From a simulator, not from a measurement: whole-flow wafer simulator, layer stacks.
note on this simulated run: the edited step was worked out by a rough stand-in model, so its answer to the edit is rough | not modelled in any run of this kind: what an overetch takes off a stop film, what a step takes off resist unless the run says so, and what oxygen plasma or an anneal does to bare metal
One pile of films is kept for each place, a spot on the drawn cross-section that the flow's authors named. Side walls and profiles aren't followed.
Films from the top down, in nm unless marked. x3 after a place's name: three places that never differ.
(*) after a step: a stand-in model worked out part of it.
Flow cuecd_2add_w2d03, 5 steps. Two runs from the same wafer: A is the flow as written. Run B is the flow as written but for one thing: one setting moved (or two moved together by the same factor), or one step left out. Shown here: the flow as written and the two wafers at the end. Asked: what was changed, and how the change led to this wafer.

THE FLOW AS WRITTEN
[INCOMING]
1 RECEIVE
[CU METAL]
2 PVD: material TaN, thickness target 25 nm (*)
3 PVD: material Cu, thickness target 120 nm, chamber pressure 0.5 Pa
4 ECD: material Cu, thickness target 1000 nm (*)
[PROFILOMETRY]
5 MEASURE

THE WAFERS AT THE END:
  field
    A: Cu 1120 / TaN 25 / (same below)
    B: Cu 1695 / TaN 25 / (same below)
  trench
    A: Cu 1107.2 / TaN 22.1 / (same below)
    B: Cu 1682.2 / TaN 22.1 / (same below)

The cause: step 4, ECD: thickness target 1575 nm was run, where the flow has thickness target 1000 nm.

How the change led to this, step by step:
  4 ECD: material Cu, thickness target 1000 nm (*)
      field, trench: A Cu +1000 | B Cu +1575
